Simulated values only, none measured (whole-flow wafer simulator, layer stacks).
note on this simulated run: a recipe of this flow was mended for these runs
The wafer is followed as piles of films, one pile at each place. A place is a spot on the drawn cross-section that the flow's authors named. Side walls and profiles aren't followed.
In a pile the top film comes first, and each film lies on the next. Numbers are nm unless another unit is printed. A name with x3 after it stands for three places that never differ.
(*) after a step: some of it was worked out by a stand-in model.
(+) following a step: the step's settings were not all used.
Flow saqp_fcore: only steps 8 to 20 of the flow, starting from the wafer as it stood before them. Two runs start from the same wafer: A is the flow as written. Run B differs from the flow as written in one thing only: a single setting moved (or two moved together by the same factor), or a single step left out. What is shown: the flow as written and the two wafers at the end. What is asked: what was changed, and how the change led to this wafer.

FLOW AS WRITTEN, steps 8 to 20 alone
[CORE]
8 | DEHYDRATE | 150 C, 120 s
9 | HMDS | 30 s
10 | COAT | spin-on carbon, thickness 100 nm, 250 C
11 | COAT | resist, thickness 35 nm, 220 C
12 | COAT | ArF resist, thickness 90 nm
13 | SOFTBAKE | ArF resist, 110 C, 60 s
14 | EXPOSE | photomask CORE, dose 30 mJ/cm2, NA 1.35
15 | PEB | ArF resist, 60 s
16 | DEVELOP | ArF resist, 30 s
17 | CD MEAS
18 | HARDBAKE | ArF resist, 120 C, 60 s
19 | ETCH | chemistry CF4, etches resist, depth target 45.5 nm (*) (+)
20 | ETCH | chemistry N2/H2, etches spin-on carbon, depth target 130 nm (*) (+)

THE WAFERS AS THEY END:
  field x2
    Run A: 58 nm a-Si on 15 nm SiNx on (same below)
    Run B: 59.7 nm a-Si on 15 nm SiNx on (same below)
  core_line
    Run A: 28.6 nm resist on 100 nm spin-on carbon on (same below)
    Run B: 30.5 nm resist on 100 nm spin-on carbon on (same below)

The reason: step 20, ETCH: depth target 100.5 nm was run, while the flow as written has depth target 130 nm.

The path from the change to this, step by step:
  20 | ETCH | chemistry N2/H2, etches spin-on carbon, depth target 130 nm (*) (+)
      field x2: A -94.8 spin-on carbon (all of it), -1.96 a-Si | B -94.8 spin-on carbon (all of it), -0.32 a-Si
      core_line: A -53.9 ArF resist (all of it), -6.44 resist | B -53.9 ArF resist (all of it), -4.47 resist
